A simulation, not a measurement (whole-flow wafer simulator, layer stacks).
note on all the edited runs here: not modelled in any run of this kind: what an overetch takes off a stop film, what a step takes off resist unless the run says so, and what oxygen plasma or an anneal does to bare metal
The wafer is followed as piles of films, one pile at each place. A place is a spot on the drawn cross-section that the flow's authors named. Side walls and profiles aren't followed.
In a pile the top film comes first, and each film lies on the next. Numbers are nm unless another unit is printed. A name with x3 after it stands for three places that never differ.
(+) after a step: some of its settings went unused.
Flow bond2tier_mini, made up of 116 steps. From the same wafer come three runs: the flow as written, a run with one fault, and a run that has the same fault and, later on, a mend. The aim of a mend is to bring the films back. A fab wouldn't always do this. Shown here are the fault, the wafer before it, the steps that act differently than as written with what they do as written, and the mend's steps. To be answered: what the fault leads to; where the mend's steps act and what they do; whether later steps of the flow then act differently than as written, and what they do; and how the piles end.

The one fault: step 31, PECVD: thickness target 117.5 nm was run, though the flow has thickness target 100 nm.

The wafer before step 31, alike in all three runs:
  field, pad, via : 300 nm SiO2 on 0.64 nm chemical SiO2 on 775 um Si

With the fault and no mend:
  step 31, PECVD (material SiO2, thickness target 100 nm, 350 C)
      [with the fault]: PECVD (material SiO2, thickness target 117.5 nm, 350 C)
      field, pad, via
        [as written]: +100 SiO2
        [with the fault]: +117.5 SiO2
  Every later step of the flow that is run acts as written at every place that is followed.
  By the end, the piles at field, pad depart from the flow's by more than 2% or 0.5 nm, whichever is larger.
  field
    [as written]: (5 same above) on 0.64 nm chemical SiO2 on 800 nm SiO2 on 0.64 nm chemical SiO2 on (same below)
    [with the fault]: (5 same above) on 0.64 nm chemical SiO2 on 817.5 nm SiO2 on 0.64 nm chemical SiO2 on (same below)
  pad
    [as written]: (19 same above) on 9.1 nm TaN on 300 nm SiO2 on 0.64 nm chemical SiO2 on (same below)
    [with the fault]: (19 same above) on 9.1 nm TaN on 317.5 nm SiO2 on 0.64 nm chemical SiO2 on (same below)

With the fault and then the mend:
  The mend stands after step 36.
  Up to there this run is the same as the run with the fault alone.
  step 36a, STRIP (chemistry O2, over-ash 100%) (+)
      field
        -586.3 KrF resist (all of it)
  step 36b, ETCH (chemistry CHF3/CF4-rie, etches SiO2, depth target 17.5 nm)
      field, pad, via
        -17.5 SiO2
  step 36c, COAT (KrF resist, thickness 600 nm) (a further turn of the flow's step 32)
      field, pad, via
        +600 KrF resist (new film)
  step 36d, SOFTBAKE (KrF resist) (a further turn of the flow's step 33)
      does not change any film at any place that is followed
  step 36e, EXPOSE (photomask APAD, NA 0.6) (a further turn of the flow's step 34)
      does not change any film at any place that is followed
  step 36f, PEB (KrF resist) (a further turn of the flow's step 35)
      does not change any film at any place that is followed
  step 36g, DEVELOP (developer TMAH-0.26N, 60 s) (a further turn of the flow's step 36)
      pad, via
        -600 KrF resist (all of it)
      field
        -13.7 KrF resist
  Every later step of the flow that is run acts as written at every place that is followed.
  The piles end the same as the flow's at every place that both follow.
